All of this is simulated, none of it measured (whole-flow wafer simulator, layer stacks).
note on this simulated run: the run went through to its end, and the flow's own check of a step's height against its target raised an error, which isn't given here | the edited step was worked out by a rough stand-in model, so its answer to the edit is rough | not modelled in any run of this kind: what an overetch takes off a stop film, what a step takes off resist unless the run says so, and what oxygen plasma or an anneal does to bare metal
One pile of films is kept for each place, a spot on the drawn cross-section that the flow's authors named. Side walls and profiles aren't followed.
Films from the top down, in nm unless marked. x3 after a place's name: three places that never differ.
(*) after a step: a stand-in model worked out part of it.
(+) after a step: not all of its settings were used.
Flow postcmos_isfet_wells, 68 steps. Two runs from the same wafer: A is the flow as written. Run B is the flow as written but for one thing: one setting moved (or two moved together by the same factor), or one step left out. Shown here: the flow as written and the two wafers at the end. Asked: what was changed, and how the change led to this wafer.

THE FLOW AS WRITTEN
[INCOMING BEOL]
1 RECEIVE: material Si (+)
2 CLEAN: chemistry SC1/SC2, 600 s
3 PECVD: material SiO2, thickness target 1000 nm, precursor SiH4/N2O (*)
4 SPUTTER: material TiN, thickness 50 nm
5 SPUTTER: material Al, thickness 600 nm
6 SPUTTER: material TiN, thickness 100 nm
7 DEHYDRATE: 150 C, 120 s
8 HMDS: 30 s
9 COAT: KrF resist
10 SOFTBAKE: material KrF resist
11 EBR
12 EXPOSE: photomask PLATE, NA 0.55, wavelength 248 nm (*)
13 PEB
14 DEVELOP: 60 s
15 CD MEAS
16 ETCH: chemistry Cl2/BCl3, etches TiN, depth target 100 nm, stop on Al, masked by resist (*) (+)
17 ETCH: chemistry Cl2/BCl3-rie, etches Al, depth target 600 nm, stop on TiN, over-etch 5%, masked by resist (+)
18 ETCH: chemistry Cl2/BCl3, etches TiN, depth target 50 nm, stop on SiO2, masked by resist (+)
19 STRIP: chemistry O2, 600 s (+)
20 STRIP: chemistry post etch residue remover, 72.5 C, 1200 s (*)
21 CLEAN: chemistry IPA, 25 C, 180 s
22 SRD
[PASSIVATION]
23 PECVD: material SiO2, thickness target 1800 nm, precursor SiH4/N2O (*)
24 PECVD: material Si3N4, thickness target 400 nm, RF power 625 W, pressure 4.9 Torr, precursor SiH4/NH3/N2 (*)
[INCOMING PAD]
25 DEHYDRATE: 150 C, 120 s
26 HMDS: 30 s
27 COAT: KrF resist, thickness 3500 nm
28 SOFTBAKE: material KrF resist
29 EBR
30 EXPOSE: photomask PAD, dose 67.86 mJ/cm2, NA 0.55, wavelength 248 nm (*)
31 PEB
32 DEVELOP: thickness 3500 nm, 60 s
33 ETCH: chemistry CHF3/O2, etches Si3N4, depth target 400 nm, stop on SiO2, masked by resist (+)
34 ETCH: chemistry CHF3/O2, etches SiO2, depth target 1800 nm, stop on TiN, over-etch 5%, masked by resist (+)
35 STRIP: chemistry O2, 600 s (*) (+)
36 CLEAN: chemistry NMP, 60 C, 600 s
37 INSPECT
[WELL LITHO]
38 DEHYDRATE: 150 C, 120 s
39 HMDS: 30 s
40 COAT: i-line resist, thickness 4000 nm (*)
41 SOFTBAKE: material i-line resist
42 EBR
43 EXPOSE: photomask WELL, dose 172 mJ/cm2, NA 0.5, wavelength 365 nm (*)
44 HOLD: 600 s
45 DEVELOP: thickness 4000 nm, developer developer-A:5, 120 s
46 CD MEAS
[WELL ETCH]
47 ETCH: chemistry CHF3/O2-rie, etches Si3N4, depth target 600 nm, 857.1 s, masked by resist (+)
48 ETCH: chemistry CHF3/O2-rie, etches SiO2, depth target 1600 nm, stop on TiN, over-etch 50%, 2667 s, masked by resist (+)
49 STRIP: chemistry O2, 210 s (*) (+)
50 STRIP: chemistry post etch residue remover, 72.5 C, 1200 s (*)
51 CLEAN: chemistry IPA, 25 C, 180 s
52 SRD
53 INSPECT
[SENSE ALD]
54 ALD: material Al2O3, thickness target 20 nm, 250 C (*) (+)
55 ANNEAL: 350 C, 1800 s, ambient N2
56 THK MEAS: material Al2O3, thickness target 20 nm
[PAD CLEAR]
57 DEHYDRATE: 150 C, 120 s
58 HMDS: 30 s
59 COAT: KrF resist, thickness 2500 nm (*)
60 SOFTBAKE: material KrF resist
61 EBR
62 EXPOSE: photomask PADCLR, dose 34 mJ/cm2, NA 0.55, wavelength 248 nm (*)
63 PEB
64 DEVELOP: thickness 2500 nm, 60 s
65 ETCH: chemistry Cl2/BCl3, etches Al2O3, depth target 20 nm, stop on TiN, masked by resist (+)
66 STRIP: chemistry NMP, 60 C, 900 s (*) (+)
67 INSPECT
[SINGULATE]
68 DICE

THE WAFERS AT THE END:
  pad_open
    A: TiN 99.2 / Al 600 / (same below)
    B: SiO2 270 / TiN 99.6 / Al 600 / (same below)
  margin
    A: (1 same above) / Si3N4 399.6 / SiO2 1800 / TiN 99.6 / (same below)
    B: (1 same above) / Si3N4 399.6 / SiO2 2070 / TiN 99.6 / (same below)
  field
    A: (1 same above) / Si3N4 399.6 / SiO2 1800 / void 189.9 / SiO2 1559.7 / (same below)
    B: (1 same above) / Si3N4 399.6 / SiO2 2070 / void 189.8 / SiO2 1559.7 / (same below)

The cause: step 23, PECVD: thickness target 2070 nm was run, where the flow has thickness target 1800 nm.
It can be read off the wafer: margin has SiO2 2070, and step 23 as written asks for 1800 nm.

How the change led to this, step by step:
  23 PECVD: material SiO2, thickness target 1800 nm, precursor SiH4/N2O (*)
      margin, well900, well1300 x3, pad_rim, pad_clr, pad_open: A SiO2 +1800 (new film) | B SiO2 +2070 (new film)
      field: A SiO2 +1800 (new film), void +189.9 (new film), SiO2 +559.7 | B SiO2 +2070 (new film), void +189.8 (new film), SiO2 +559.7
  34 ETCH: chemistry CHF3/O2, etches SiO2, depth target 1800 nm, stop on TiN, over-etch 5%, masked by resist (+)
      pad_open: A SiO2 -1800 (all of it) | B SiO2 -1800
  48 ETCH: chemistry CHF3/O2-rie, etches SiO2, depth target 1600 nm, stop on TiN, over-etch 50%, 2667 s, masked by resist (+)
      well900, well1300 x3: A SiO2 -1600 (all of it) | B SiO2 -1870 (all of it)
  59 COAT: KrF resist, thickness 2500 nm (*)
      field: A KrF resist +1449 (new film) | B KrF resist +1320 (new film)
      margin: A KrF resist +1448.9 (new film) | B KrF resist +1319.9 (new film)
  63 PEB
      field, margin: A KrF resist -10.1 | B KrF resist -9.17
  66 STRIP: chemistry NMP, 60 C, 900 s (*) (+)
      field: A KrF resist -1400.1 (all of it) | B KrF resist -1272.1 (all of it)
      margin: A KrF resist -1400.1 (all of it) | B KrF resist -1272 (all of it)
